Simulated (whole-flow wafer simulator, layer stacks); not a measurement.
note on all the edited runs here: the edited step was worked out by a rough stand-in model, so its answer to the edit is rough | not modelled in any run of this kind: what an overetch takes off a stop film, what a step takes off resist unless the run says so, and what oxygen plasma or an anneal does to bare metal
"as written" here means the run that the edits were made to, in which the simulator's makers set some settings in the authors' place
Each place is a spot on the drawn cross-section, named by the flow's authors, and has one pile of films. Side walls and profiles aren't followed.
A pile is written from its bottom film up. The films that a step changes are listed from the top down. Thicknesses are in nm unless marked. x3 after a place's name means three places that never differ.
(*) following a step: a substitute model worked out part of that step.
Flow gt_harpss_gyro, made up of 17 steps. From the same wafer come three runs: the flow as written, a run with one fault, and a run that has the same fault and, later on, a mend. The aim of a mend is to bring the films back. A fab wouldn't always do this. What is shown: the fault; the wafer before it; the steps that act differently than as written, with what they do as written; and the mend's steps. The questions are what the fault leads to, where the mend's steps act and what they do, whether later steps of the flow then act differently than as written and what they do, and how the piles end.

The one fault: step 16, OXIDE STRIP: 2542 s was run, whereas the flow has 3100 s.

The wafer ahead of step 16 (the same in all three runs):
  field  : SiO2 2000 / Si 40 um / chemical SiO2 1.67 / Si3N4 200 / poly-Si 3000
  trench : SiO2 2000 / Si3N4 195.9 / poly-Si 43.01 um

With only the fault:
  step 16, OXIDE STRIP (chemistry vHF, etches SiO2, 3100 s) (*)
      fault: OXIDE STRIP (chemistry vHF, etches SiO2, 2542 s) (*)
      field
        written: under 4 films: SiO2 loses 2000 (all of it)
        fault: under 4 films: SiO2 loses 1973
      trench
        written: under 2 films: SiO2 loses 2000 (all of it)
        fault: under 2 films: SiO2 loses 1973
  None of the later steps of the flow acts differently than as written at any place that is followed.
  At field, trench, the piles at the end differ from the flow's by more than 2% or 0.5 nm, whichever is larger.
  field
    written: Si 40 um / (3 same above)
    fault: SiO2 27 / Si 40 um / (3 same above)
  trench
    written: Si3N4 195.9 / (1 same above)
    fault: SiO2 27 / Si3N4 195.9 / (1 same above)

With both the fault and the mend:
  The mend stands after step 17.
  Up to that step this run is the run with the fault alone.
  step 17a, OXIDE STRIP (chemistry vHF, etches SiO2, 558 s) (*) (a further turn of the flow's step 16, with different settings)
      field
        under 4 films: SiO2 loses 27 (all of it)
      trench
        under 2 films: SiO2 loses 27 (all of it)
  None of the later steps of the flow acts differently than as written at any place that is followed.
  By the end, the piles equal the flow's at every place that both follow.
